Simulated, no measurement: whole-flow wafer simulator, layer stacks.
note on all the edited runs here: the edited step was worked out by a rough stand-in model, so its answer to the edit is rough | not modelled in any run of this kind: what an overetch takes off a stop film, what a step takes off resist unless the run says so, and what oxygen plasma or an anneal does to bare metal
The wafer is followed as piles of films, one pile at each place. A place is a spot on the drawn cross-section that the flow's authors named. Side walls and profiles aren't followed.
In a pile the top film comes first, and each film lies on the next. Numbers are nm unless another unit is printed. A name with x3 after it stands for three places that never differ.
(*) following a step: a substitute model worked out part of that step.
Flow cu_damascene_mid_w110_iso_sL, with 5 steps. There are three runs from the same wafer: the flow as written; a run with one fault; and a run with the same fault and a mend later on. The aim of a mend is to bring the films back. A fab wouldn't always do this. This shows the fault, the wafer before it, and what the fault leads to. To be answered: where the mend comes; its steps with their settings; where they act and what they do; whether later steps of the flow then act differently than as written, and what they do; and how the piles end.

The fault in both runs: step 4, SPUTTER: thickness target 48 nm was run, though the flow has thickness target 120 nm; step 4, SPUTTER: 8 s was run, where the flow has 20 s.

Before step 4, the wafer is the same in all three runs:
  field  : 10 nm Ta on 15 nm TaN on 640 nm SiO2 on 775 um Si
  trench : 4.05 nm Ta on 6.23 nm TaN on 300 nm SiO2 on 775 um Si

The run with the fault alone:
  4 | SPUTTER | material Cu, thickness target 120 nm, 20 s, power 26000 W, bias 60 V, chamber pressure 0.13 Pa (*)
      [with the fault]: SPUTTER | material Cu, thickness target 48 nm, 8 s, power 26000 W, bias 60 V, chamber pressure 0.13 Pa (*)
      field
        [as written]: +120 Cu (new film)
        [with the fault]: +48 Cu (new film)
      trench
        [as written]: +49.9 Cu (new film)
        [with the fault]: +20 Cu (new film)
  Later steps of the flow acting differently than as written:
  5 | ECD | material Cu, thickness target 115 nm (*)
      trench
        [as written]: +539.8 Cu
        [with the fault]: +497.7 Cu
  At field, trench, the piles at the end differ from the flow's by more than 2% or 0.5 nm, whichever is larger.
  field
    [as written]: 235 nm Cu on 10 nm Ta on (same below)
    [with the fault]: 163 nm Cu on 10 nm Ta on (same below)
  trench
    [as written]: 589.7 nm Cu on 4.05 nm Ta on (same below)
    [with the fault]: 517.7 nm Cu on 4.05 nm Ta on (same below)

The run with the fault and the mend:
  The mend stands after step 4.
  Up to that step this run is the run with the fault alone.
  4a | SPUTTER | material Cu, thickness target 72 nm, 12 s, power 26000 W, bias 60 V, chamber pressure 0.13 Pa (*) (the flow's step 4, run once more with other settings)
      field
        +72 Cu
      trench
        +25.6 Cu
  None of the later steps of the flow differs from how it acts as written, at any place that is followed, by more than 2% or 0.5 nm, whichever is larger.
  The piles end the same as the flow's at every place that both follow.
